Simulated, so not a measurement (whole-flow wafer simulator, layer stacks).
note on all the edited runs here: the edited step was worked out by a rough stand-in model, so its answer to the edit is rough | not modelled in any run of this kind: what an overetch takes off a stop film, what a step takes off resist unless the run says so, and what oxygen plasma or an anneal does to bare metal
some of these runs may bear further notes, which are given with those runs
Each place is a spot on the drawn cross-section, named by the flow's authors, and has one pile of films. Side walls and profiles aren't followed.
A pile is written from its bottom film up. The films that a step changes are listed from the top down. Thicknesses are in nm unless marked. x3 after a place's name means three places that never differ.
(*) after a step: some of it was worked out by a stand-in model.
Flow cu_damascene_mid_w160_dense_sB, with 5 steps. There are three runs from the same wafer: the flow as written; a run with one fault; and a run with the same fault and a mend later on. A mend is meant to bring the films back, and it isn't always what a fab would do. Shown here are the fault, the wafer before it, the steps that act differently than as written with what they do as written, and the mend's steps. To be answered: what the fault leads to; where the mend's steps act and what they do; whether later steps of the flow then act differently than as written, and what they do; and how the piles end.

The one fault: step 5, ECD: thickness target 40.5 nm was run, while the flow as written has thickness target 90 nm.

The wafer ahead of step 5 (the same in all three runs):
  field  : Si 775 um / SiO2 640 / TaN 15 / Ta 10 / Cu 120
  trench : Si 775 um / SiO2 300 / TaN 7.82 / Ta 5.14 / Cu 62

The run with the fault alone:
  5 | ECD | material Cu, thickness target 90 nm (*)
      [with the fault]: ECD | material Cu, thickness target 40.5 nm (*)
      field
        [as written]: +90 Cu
        [with the fault]: +40.5 Cu
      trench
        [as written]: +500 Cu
        [with the fault]: +40.5 Cu
  Every later step of the flow that is run acts as written at every place that is followed.
  At field, trench, the piles at the end differ from the flow's by more than 2% or 0.5 nm, whichever is larger.
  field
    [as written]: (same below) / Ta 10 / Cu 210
    [with the fault]: (same below) / Ta 10 / Cu 160.5
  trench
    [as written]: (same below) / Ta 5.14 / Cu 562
    [with the fault]: (same below) / Ta 5.14 / Cu 102.5

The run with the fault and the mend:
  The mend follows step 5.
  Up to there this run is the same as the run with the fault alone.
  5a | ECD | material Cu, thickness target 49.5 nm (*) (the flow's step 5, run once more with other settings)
      field
        +49.5 Cu
      trench
        +459.5 Cu
  Every later step of the flow that is run acts as written at every place that is followed.
  The piles end the same as the flow's at every place that both follow.
